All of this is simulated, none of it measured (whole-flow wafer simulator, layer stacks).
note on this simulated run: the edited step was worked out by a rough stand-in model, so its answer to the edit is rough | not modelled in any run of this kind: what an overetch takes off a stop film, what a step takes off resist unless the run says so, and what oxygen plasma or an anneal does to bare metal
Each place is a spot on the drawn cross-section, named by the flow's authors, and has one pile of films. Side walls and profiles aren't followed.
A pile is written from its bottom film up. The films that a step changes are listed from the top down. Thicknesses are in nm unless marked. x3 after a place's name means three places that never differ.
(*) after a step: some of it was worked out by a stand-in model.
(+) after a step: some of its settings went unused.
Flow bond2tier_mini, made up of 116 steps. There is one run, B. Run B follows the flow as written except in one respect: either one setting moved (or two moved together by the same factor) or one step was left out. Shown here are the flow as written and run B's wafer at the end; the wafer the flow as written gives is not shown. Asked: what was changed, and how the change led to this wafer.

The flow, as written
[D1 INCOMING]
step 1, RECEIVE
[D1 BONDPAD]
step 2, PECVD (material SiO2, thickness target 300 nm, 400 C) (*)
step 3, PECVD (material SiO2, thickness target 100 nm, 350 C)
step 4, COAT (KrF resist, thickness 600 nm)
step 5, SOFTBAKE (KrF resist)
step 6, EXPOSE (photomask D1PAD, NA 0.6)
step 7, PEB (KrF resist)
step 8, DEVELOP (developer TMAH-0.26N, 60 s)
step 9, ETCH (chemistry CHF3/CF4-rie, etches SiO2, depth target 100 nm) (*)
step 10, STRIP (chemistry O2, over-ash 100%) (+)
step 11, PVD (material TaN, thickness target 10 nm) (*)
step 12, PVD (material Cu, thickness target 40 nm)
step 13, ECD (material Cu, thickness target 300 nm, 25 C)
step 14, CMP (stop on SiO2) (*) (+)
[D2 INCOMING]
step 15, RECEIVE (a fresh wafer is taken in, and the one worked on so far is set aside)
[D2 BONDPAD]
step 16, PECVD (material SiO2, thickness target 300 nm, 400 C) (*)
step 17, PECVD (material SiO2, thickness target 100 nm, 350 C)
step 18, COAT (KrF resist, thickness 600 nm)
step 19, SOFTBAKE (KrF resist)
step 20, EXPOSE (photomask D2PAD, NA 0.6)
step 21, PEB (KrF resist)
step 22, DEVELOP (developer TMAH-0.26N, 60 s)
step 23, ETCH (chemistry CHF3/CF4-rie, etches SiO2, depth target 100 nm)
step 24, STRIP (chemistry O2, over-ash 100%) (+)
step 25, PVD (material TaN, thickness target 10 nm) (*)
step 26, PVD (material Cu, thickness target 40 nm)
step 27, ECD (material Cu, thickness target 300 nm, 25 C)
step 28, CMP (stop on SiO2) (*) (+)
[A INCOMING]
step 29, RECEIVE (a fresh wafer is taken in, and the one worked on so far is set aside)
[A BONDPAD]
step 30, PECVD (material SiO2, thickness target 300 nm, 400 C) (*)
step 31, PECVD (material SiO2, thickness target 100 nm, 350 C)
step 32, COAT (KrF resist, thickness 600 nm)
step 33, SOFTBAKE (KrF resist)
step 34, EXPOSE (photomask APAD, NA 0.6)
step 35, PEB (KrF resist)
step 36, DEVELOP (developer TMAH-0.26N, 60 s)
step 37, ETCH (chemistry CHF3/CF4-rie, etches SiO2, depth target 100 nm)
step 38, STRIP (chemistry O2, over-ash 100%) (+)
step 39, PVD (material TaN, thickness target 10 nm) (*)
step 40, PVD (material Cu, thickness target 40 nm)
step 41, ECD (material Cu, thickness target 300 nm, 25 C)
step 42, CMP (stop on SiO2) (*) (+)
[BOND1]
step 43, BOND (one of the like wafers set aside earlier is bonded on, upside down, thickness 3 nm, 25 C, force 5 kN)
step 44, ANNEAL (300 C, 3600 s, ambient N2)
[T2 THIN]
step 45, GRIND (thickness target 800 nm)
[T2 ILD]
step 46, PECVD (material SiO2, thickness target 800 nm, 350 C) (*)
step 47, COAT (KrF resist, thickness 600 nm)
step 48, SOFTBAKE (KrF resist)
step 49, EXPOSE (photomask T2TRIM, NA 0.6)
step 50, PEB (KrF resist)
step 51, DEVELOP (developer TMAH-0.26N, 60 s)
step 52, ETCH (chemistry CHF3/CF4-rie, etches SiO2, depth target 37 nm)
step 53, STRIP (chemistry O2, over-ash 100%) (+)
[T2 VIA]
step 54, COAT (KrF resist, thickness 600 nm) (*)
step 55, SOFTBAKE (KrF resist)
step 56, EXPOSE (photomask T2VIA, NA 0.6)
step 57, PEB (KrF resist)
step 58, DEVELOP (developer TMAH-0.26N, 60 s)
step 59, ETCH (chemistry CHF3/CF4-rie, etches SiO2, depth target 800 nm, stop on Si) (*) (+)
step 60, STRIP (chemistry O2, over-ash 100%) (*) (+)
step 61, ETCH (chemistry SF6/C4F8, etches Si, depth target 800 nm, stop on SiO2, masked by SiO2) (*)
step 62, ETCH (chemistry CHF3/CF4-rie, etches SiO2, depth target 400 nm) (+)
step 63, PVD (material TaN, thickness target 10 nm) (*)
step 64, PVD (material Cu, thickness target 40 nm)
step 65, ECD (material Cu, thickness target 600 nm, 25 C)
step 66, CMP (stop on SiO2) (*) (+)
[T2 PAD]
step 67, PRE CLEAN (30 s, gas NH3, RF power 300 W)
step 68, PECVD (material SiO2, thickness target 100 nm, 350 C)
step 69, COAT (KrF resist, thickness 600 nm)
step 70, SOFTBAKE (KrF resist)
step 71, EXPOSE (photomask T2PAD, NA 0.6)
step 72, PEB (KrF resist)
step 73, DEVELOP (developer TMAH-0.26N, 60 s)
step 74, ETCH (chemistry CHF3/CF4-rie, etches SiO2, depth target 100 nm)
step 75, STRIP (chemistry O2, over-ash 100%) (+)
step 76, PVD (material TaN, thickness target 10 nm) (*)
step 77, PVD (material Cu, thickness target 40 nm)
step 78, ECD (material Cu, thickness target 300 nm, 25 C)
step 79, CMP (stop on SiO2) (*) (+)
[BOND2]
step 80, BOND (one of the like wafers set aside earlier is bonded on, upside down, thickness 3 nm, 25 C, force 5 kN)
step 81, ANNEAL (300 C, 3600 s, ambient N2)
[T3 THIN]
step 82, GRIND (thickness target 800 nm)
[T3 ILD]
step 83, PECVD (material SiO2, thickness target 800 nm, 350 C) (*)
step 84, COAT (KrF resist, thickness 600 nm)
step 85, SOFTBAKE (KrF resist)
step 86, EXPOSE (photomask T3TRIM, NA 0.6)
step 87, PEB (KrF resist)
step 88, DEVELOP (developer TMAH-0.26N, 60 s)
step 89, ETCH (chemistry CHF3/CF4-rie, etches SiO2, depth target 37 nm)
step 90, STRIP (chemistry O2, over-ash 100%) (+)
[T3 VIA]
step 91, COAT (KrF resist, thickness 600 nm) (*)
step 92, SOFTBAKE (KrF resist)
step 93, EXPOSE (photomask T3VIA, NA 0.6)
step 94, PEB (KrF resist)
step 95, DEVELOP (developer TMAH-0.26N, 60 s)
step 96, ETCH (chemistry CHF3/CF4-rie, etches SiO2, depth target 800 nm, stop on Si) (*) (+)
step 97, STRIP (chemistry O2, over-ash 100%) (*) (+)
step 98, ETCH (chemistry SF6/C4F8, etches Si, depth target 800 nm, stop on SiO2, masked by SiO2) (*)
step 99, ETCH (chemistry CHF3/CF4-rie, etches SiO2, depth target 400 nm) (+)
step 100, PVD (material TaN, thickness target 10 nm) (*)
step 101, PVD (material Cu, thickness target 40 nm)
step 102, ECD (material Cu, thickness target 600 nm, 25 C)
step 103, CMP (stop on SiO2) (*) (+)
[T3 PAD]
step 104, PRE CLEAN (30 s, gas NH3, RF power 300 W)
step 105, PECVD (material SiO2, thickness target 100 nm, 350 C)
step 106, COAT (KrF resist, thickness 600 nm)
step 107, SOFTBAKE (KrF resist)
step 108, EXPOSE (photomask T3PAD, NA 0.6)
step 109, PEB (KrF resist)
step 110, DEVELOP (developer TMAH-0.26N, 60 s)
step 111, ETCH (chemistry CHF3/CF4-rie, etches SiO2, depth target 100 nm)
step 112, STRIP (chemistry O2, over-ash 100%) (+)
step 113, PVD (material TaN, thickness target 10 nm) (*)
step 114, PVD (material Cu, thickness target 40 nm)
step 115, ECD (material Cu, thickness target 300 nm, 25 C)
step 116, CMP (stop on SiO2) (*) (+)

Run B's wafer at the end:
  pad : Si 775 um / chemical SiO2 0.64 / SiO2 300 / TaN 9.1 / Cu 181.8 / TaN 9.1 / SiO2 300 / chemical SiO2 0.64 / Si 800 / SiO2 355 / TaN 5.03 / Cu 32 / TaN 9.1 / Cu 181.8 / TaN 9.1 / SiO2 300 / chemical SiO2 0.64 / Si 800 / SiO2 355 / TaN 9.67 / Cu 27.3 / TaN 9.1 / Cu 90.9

What caused this: step 63, PVD: thickness target 5.2 nm was run, though the flow has thickness target 10 nm.

How this came from the change, step by step:
  step 63, PVD (material TaN, thickness target 10 nm) (*)
      field: TaN gains 5.2 (new film) (it would be, as written: TaN gains 10 (new film))
      pad: TaN gains 5.03 (new film) (it would be, as written: TaN gains 9.67 (new film))
  step 66, CMP (stop on SiO2) (*) (+)
      field: Cu loses 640 (all of it), TaN loses 5.2 (all of it) (it would be, as written: Cu loses 640 (all of it), TaN loses 10 (all of it))
